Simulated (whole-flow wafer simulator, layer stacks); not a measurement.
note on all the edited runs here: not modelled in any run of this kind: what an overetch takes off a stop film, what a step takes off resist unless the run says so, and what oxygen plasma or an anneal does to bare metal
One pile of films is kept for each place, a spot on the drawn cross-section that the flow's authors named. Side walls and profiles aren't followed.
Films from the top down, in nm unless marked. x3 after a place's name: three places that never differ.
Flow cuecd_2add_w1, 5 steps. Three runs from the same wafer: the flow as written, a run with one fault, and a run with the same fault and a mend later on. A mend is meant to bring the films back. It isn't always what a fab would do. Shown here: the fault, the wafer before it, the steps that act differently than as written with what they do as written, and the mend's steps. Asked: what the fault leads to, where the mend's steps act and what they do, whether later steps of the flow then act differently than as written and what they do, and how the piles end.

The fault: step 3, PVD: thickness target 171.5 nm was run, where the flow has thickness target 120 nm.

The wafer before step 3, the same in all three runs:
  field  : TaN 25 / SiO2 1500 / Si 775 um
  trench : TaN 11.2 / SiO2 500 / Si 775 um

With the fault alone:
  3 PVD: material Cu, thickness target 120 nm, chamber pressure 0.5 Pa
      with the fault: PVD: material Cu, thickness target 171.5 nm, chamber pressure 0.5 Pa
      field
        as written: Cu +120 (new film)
        with the fault: Cu +171.5 (new film)
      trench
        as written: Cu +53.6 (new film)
        with the fault: Cu +75.3 (new film)
  No later step of the flow acts differently than as written, at any place that is followed, by more than 2% or 0.5 nm, whichever is larger.
  At the end the piles differ from the flow's by more than 2% or 0.5 nm, whichever is larger, at field, trench.
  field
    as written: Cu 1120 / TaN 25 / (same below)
    with the fault: Cu 1171.5 / TaN 25 / (same below)
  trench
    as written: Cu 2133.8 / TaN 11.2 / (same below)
    with the fault: Cu 2185.3 / TaN 11.2 / (same below)

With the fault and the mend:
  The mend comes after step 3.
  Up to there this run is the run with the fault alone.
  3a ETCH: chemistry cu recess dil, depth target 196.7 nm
      field
        Cu -171.5 (all of it)
      trench
        Cu -75.3 (all of it)
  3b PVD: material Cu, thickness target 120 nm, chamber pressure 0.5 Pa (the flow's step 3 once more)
      field
        Cu +120 (new film)
      trench
        Cu +53.6 (new film)
  No later step of the flow acts differently than as written at any place that is followed.
  At the end the piles are the same as the flow's at every place that both follow.
